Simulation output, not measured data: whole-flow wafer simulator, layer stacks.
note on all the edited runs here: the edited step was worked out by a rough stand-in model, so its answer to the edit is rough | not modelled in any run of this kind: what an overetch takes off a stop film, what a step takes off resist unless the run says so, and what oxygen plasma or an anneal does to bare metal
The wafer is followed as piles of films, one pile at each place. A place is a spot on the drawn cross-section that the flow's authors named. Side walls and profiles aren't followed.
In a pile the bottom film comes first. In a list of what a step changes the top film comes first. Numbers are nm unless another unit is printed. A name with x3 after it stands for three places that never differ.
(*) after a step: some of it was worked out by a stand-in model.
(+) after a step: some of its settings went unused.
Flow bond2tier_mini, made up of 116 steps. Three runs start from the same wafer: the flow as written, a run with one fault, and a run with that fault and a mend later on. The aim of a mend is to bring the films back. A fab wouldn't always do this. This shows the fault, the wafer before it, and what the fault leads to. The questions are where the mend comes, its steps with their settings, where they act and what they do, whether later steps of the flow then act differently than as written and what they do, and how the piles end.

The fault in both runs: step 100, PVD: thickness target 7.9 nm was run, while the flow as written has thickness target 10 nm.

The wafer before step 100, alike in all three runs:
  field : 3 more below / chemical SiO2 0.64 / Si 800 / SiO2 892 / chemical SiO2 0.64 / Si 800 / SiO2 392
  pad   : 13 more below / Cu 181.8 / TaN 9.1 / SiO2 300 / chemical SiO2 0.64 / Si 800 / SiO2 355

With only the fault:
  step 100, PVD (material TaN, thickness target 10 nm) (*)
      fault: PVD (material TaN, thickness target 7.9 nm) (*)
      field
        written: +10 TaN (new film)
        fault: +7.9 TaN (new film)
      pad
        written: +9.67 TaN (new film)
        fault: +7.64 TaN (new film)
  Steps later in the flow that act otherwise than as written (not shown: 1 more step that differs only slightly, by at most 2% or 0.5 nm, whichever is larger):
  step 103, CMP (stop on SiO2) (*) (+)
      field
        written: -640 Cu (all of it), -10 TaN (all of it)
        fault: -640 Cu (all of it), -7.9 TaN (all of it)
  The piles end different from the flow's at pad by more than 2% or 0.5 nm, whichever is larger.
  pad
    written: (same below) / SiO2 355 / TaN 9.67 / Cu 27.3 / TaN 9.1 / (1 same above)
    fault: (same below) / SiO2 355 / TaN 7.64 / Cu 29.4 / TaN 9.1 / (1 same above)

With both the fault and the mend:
  After step 100 comes the mend.
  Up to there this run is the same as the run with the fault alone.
  step 100a, PVD (material TaN, thickness target 2.1 nm) (*) (a further turn of the flow's step 100, with different settings)
      field
        +2.1 TaN
      pad
        +2.03 TaN
  Every later step of the flow that is run acts as written at every place that is followed.
  By the end, the piles equal the flow's at every place that both follow.
